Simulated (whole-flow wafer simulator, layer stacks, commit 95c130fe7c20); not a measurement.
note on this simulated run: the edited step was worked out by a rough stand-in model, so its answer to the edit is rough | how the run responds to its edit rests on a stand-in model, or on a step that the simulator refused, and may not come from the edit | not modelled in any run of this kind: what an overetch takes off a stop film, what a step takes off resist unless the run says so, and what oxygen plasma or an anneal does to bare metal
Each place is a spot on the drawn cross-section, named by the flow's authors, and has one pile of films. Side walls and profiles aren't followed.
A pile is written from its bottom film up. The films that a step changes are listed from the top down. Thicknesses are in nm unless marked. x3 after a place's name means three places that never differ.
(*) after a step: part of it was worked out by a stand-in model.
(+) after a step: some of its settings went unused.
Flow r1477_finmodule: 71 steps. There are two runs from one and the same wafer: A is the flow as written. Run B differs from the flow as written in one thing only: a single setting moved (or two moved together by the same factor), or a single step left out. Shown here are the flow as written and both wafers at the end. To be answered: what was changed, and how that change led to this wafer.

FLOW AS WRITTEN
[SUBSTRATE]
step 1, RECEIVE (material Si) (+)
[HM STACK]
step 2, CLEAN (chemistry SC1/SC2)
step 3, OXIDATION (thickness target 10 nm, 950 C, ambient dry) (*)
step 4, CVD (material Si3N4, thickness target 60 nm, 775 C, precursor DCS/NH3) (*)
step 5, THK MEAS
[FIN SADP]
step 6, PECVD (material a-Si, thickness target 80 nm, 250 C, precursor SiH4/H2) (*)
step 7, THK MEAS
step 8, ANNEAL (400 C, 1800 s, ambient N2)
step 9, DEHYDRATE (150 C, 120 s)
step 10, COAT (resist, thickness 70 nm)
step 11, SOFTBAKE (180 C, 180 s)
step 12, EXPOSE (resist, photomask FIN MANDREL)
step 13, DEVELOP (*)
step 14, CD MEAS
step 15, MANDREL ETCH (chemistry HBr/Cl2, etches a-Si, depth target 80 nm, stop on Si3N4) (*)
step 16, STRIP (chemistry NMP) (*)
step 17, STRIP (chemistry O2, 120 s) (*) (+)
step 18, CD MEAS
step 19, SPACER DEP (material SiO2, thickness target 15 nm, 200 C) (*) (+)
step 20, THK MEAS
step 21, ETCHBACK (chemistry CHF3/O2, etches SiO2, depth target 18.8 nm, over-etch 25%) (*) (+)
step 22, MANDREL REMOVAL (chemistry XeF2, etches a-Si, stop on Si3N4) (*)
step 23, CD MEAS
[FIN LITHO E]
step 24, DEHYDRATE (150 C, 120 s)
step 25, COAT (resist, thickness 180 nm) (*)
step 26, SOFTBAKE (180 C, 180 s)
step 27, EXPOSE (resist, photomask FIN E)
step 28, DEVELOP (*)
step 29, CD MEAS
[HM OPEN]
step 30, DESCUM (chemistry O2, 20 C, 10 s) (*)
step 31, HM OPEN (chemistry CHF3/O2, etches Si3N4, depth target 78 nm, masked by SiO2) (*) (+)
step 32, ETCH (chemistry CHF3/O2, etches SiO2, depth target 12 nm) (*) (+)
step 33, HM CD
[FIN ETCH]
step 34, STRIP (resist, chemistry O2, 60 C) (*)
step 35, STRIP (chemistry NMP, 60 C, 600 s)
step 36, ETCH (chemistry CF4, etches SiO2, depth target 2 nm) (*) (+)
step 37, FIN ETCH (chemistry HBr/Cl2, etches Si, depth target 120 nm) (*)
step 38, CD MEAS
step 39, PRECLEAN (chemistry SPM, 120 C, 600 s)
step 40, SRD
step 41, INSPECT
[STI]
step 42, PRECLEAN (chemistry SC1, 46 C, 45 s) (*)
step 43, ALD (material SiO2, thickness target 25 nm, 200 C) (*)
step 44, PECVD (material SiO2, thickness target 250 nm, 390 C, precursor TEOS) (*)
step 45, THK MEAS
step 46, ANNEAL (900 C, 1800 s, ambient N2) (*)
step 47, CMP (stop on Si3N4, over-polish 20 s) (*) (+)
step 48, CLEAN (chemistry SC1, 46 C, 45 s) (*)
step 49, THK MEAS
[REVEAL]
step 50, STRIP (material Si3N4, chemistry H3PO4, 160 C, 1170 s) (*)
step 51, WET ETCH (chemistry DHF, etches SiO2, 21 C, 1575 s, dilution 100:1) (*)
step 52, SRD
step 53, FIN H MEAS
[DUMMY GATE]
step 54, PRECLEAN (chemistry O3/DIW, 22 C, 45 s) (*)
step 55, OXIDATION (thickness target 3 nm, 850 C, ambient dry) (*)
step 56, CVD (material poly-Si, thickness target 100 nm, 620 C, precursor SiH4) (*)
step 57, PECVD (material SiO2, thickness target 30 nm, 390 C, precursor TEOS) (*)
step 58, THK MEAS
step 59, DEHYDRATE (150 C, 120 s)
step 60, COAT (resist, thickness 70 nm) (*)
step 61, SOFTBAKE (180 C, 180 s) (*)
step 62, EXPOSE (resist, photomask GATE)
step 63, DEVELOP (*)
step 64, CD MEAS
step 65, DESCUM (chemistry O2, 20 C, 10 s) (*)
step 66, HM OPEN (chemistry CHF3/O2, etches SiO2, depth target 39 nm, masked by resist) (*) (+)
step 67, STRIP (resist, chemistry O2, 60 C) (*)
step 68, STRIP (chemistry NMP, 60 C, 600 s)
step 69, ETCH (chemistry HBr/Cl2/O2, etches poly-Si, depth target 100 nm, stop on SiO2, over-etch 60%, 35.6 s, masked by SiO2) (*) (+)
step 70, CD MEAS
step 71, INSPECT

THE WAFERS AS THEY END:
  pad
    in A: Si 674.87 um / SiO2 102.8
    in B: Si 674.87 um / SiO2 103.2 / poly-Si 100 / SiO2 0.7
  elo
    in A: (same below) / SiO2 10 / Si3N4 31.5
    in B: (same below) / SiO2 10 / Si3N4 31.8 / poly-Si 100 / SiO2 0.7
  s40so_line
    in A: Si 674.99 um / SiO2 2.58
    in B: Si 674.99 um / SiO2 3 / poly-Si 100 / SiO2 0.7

The reason: step 57, PECVD: thickness target 45 nm was run, though the flow has thickness target 30 nm.

Step by step, how the change led to this:
  step 57, PECVD (material SiO2, thickness target 30 nm, 390 C, precursor TEOS) (*)
      pad, padg, elg and 33 more: A SiO2 gains 30 (new film) | B SiO2 gains 45 (new film)
  step 66, HM OPEN (chemistry CHF3/O2, etches SiO2, depth target 39 nm, masked by resist) (*) (+)
      pad, elo, eso and 15 more: A SiO2 loses 30 (all of it), poly-Si loses 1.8 | B SiO2 loses 39
  step 67, STRIP (resist, chemistry O2, 60 C) (*)
      pad, elo, eso and 15 more: A chemical SiO2 gains 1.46 (new film), poly-Si loses 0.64 | B nothing
  step 69, ETCH (chemistry HBr/Cl2/O2, etches poly-Si, depth target 100 nm, stop on SiO2, over-etch 60%, 35.6 s, masked by SiO2) (*) (+)
      pad, eso, e40so and 8 more: A chemical SiO2 loses 1.46 (all of it), poly-Si loses 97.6 (all of it), SiO2 loses 0.42 | B SiO2 loses 5.3
      elo, e40lo, e100lo, e200lo: A chemical SiO2 loses 1.46 (all of it), poly-Si loses 97.6 (all of it), Si3N4 loses 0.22 | B SiO2 loses 5.3
      (and at 3 other places as well)
